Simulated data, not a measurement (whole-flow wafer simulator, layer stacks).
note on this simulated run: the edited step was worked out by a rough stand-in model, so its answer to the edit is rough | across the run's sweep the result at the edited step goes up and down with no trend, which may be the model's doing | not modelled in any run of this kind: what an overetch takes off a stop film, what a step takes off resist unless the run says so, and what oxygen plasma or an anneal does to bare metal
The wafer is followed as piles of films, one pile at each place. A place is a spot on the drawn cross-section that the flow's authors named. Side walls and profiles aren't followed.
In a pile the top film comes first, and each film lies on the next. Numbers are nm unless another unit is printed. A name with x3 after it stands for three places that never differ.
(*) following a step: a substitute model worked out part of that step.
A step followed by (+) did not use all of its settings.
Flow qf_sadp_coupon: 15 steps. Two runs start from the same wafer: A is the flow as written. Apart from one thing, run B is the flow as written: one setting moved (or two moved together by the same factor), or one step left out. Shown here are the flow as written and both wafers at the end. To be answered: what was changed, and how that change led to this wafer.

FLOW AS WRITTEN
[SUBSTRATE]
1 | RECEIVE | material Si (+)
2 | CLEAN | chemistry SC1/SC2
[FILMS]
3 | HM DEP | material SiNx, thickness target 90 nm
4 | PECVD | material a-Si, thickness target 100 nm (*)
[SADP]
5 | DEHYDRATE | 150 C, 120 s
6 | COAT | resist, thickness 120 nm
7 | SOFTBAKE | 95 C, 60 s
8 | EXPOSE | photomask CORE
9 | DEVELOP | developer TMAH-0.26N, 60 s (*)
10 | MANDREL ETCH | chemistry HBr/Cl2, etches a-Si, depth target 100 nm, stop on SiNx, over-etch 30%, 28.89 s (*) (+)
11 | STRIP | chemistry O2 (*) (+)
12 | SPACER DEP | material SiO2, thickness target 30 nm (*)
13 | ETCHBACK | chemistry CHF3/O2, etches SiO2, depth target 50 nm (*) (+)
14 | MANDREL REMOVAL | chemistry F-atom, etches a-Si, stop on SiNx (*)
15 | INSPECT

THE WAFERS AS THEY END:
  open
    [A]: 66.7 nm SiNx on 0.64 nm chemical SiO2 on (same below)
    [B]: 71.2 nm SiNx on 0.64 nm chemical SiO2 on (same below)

What caused this: step 12, SPACER DEP: thickness target 34.8 nm was run, though the flow has thickness target 30 nm.

How this came from the change, step by step:
  12 | SPACER DEP | material SiO2, thickness target 30 nm (*)
      m, open: A +30 SiO2 (new film) | B +34.8 SiO2 (new film)
  13 | ETCHBACK | chemistry CHF3/O2, etches SiO2, depth target 50 nm (*) (+)
      m: A -30 SiO2 (all of it), -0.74 chemical SiO2 (all of it), -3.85 a-Si | B -34.8 SiO2 (all of it), -0.74 chemical SiO2 (all of it), -2.89 a-Si
      open: A -30 SiO2 (all of it), -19 SiNx | B -34.8 SiO2 (all of it), -14.5 SiNx
